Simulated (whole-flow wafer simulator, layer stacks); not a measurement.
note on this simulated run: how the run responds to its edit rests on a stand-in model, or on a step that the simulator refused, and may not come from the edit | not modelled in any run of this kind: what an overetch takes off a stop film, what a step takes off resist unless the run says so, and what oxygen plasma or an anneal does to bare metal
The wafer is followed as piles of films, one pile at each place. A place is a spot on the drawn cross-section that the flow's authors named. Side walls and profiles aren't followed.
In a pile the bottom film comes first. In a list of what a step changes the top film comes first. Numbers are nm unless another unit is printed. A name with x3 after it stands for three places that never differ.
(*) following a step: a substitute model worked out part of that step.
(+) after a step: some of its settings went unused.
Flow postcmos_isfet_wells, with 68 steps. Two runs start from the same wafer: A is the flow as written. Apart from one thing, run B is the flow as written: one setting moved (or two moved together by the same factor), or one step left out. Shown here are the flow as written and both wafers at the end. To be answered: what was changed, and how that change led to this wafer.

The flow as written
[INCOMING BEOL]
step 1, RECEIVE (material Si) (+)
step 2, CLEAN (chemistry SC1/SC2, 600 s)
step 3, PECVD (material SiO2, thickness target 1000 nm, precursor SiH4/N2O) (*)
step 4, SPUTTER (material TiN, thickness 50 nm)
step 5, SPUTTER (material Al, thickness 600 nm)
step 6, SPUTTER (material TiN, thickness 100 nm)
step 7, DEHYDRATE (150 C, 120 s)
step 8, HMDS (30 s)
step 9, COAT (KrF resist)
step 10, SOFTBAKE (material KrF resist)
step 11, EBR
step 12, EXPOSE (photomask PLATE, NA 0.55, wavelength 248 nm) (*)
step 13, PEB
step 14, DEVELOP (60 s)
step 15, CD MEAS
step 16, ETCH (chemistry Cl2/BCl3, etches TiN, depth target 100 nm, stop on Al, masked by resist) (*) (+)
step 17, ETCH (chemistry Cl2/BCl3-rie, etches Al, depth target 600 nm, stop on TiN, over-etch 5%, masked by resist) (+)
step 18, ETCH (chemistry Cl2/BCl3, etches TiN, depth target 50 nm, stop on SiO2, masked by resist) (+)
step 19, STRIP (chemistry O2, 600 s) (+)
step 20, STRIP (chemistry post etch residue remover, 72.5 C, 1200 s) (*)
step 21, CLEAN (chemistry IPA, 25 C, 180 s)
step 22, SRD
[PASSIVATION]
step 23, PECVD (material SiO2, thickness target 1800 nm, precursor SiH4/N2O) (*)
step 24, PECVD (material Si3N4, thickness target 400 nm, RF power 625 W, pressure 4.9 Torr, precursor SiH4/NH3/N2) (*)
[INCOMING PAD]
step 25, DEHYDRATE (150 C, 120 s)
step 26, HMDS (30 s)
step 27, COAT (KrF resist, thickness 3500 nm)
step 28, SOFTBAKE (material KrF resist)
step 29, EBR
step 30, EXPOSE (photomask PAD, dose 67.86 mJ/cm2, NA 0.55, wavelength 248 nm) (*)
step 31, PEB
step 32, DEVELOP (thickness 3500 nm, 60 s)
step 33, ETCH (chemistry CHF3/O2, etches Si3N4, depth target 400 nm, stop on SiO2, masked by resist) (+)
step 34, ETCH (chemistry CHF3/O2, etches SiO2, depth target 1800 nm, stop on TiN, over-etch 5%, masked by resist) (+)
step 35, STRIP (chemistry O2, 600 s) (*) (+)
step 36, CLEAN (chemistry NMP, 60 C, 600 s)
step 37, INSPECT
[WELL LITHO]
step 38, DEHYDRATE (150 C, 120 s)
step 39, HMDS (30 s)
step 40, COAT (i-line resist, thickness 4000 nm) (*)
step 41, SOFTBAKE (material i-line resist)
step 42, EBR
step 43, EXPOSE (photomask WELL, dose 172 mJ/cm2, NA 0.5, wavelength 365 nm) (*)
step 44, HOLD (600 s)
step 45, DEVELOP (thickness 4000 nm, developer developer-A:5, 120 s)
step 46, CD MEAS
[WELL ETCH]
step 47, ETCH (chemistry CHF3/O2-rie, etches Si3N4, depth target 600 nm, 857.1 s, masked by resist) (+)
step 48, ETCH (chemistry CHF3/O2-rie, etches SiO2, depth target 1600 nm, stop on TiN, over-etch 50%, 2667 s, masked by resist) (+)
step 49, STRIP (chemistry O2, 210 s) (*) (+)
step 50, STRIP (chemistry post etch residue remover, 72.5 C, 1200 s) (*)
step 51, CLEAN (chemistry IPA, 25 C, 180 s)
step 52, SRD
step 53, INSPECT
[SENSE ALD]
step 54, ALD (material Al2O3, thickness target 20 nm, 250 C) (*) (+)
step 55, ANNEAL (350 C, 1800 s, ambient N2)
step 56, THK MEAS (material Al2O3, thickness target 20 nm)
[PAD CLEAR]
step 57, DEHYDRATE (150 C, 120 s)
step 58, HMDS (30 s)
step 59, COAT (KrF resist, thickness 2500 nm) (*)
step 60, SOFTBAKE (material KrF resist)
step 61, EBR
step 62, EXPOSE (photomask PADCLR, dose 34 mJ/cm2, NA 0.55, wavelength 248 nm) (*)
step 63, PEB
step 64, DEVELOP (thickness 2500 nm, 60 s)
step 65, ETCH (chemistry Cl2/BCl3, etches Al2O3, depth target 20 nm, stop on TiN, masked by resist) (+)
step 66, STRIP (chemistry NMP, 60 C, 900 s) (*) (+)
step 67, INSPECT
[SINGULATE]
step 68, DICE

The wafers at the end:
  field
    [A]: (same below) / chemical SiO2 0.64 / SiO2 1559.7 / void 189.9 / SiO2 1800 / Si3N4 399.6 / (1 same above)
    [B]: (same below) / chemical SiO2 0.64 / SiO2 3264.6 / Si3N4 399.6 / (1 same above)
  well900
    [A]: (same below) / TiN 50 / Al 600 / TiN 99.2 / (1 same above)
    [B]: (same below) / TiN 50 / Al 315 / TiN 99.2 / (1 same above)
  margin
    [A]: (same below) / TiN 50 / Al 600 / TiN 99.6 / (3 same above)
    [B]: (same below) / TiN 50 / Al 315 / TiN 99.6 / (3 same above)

The reason: step 5, SPUTTER: thickness 315 nm was run, whereas the flow has thickness 600 nm.
One can read it off the wafer: well900 has Al 315, and step 5 as written asks for 600 nm.

The path from the change to this, step by step:
  step 5, SPUTTER (material Al, thickness 600 nm)
      field, margin, well900, well1300 x3, pad_rim, pad_clr, pad_open: A +600 Al (new film) | B +315 Al (new film)
  step 17, ETCH (chemistry Cl2/BCl3-rie, etches Al, depth target 600 nm, stop on TiN, over-etch 5%, masked by resist) (+)
      margin, well900, well1300 x3, pad_rim, pad_clr, pad_open: A -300 KrF resist | B -165.4 KrF resist
      field: A -600 Al (all of it) | B -315 Al (all of it)
  step 19, STRIP (chemistry O2, 600 s) (+)
      margin, well900, well1300 x3, pad_rim, pad_clr, pad_open: A -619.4 KrF resist (all of it) | B -754 KrF resist (all of it)
  step 23, PECVD (material SiO2, thickness target 1800 nm, precursor SiH4/N2O) (*)
      field: A +1800 SiO2 (new film), +189.9 void (new film), +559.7 SiO2 | B +2264.6 SiO2
